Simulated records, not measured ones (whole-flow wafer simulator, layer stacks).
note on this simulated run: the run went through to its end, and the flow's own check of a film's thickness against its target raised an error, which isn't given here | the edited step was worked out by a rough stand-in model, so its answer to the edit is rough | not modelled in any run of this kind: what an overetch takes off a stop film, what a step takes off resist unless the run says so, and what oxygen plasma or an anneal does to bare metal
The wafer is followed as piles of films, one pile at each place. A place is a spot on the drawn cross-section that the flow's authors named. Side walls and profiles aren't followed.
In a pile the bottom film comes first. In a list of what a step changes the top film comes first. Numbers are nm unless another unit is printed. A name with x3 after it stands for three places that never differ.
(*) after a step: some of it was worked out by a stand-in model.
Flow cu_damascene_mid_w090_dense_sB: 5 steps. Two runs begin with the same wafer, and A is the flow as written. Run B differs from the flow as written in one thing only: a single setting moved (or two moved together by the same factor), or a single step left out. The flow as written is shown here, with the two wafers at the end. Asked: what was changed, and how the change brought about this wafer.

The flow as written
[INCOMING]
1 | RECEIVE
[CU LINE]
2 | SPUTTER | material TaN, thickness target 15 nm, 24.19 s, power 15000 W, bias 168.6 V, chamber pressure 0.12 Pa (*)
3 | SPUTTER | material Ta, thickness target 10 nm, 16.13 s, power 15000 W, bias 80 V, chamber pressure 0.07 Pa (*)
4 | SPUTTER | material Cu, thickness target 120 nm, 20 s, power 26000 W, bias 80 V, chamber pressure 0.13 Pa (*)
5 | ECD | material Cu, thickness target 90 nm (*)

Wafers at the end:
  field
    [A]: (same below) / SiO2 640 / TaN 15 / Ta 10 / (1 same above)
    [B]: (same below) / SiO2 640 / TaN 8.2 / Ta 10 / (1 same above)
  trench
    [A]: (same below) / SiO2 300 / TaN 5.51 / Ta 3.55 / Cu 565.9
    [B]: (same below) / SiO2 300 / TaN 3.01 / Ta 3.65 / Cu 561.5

The reason: step 2, SPUTTER: thickness target 8.2 nm was run, whereas the flow has thickness target 15 nm; step 2, SPUTTER: 13.3 s was run, where the flow has 24.19 s.
The wafer itself shows it: field has TaN 8.2, and step 2 as written asks for 15 nm.

Step by step, how the change led to this:
  2 | SPUTTER | material TaN, thickness target 15 nm, 24.19 s, power 15000 W, bias 168.6 V, chamber pressure 0.12 Pa (*)
      field: A +15 TaN (new film) | B +8.2 TaN (new film)
      trench: A +5.51 TaN (new film) | B +3.01 TaN (new film)
  4 | SPUTTER | material Cu, thickness target 120 nm, 20 s, power 26000 W, bias 80 V, chamber pressure 0.13 Pa (*)
      trench: A +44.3 Cu (new film) | B +45.4 Cu (new film)
